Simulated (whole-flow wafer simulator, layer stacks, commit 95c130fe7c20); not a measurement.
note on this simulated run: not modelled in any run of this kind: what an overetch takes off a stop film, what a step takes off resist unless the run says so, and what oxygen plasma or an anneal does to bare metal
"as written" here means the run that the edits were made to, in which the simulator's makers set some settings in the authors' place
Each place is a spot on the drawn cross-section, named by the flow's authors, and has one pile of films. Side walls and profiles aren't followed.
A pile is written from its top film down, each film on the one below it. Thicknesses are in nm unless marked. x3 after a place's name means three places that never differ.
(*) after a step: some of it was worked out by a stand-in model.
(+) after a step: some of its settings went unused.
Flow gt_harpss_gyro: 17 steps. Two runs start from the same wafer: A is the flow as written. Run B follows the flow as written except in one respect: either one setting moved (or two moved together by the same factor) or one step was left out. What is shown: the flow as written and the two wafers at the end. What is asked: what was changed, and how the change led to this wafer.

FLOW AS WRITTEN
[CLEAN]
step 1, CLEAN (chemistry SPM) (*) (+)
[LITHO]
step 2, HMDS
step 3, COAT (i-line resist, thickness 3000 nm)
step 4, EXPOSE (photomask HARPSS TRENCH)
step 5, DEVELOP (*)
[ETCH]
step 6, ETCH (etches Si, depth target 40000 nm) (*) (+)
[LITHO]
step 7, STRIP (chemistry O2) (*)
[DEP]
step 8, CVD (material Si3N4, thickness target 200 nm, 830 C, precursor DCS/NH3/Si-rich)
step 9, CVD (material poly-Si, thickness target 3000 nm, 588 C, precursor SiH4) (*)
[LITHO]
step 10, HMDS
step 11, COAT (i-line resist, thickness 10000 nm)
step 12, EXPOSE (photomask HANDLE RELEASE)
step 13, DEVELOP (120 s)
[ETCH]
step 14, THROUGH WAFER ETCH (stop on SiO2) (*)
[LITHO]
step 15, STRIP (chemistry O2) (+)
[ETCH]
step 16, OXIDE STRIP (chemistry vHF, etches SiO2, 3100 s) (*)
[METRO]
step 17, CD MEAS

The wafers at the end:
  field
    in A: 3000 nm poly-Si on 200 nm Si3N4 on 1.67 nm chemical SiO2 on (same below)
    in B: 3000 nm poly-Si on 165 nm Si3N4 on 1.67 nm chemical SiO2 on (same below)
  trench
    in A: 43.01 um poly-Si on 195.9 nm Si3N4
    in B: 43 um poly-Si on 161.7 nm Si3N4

Cause: step 8, CVD: thickness target 165 nm was run, though the flow has thickness target 200 nm.
One can read it off the wafer: field has Si3N4 165, and step 8 as written asks for 200 nm.

How this came from the change, step by step:
  step 8, CVD (material Si3N4, thickness target 200 nm, 830 C, precursor DCS/NH3/Si-rich)
      field: A +200 Si3N4 (new film) | B +165 Si3N4 (new film)
      trench: A +195.9 Si3N4 (new film) | B +161.7 Si3N4 (new film)
  step 9, CVD (material poly-Si, thickness target 3000 nm, 588 C, precursor SiH4) (*)
      trench: A +43.01 um poly-Si (new film) | B +43 um poly-Si (new film)
